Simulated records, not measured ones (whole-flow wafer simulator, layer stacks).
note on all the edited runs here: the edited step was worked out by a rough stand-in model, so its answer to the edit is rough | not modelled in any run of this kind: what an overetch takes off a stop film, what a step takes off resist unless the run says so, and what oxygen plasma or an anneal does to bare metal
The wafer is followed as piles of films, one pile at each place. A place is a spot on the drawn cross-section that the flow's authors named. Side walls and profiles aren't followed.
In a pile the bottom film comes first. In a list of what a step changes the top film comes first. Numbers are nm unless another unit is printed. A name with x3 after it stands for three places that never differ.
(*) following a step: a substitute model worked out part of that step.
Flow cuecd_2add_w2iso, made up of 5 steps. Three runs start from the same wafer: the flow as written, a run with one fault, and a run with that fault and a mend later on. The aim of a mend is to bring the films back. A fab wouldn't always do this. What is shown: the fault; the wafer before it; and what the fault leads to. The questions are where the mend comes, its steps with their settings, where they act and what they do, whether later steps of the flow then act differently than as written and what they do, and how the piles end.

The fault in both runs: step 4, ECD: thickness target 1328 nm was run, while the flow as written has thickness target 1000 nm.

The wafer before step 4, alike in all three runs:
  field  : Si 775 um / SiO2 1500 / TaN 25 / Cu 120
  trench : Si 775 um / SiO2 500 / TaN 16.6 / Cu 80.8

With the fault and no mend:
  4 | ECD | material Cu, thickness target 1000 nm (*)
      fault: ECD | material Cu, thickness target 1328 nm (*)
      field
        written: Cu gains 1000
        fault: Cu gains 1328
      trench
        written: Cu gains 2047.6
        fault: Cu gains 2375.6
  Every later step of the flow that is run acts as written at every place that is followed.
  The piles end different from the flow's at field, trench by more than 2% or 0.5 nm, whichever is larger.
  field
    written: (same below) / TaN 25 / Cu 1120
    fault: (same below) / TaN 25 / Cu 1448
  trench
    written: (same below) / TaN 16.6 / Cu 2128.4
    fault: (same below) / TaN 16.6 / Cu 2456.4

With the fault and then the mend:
  After step 5 comes the mend.
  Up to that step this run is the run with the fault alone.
  5a | ETCH | chemistry cu recess dil, depth target 328 nm
      field, trench
        Cu loses 328
  Every later step of the flow that is run acts as written at every place that is followed.
  The piles end the same as the flow's at every place that both follow.
